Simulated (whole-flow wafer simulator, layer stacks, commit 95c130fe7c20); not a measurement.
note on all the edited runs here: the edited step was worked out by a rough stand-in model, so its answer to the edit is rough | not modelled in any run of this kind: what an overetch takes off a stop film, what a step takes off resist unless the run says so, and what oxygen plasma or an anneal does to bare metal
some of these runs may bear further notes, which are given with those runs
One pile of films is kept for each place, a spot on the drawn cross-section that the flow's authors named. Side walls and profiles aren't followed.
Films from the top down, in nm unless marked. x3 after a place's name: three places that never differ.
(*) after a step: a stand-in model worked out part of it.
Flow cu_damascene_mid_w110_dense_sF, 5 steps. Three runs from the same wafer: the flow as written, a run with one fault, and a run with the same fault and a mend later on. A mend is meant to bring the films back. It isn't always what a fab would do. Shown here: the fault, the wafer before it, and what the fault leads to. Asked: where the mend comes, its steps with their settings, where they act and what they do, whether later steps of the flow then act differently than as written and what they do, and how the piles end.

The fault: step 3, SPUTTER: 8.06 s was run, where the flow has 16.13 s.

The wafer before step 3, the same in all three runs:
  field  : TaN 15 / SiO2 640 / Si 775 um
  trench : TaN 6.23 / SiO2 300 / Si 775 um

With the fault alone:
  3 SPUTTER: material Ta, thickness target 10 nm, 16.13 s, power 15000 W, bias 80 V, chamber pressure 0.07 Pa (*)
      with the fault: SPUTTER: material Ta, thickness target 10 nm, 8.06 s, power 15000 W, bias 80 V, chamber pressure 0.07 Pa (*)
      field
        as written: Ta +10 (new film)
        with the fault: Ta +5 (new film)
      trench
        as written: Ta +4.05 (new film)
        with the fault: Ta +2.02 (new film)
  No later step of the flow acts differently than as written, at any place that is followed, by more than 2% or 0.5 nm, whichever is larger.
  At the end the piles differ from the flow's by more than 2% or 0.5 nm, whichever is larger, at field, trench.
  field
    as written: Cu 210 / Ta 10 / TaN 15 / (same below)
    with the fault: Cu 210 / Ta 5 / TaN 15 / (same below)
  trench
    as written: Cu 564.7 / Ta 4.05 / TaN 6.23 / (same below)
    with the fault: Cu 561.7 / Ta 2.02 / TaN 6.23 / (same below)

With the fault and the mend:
  The mend comes after step 3.
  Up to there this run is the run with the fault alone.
  3a SPUTTER: material Ta, thickness target 10 nm, 8.07 s, power 15000 W, bias 80 V, chamber pressure 0.07 Pa (*) (the flow's step 3 once more, with other settings)
      field
        Ta +5
      trench
        Ta +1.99
  No later step of the flow acts differently than as written, at any place that is followed, by more than 2% or 0.5 nm, whichever is larger.
  At the end the piles differ from the flow's only slightly at the places that both follow, by at most 2% or 0.5 nm, whichever is larger.
